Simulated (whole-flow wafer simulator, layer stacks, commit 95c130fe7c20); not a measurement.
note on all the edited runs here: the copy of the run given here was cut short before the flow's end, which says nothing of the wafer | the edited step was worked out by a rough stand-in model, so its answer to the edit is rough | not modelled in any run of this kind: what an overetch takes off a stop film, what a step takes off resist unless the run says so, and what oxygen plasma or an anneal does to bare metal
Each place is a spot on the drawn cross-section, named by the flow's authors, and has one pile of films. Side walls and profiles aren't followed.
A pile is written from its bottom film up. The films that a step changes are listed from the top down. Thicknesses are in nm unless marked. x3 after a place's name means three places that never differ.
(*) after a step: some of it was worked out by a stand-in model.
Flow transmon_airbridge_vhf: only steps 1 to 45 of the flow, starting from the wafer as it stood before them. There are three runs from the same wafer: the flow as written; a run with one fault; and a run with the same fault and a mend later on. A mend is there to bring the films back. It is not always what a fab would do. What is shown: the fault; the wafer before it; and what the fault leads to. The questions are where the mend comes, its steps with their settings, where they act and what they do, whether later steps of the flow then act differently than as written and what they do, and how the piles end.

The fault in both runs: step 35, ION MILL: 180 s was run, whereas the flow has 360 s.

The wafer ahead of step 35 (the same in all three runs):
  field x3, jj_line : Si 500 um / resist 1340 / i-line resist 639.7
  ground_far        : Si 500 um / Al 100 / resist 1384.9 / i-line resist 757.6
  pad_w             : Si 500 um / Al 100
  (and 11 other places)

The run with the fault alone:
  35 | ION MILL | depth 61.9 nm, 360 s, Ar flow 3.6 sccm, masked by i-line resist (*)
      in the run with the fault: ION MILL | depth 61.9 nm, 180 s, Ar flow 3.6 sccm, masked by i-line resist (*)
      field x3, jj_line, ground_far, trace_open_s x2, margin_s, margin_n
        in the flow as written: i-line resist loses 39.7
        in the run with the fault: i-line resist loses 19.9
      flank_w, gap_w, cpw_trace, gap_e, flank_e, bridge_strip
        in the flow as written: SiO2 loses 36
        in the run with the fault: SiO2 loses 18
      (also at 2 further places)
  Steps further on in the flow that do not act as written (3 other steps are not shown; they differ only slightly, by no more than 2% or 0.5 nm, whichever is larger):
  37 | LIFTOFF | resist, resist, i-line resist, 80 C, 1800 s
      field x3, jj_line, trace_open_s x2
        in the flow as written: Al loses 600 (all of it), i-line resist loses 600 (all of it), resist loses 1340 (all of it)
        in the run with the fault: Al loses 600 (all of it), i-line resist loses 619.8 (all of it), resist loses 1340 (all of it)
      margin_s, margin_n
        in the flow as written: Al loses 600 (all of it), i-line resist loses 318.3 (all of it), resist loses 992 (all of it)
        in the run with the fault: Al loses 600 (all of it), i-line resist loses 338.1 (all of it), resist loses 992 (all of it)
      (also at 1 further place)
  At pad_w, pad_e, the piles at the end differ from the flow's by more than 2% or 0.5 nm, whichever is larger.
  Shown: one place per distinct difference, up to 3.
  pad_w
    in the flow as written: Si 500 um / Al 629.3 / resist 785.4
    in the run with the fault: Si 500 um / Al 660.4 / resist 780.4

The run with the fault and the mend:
  The mend follows step 35.
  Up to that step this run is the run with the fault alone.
  35a | ION MILL | depth 61.9 nm, 180 s, Ar flow 3.6 sccm, masked by i-line resist (*) (the flow's step 35, run once more with other settings)
      field x3, jj_line, ground_far, trace_open_s x2, margin_s, margin_n
        i-line resist loses 19.9
      flank_w, gap_w, cpw_trace, gap_e, flank_e, bridge_strip
        SiO2 loses 18
      pad_w, pad_e
        Al loses 31
  Later steps of the flow that are run all act as written at every place that is followed.
  The piles end the same as the flow's at every place that both follow.
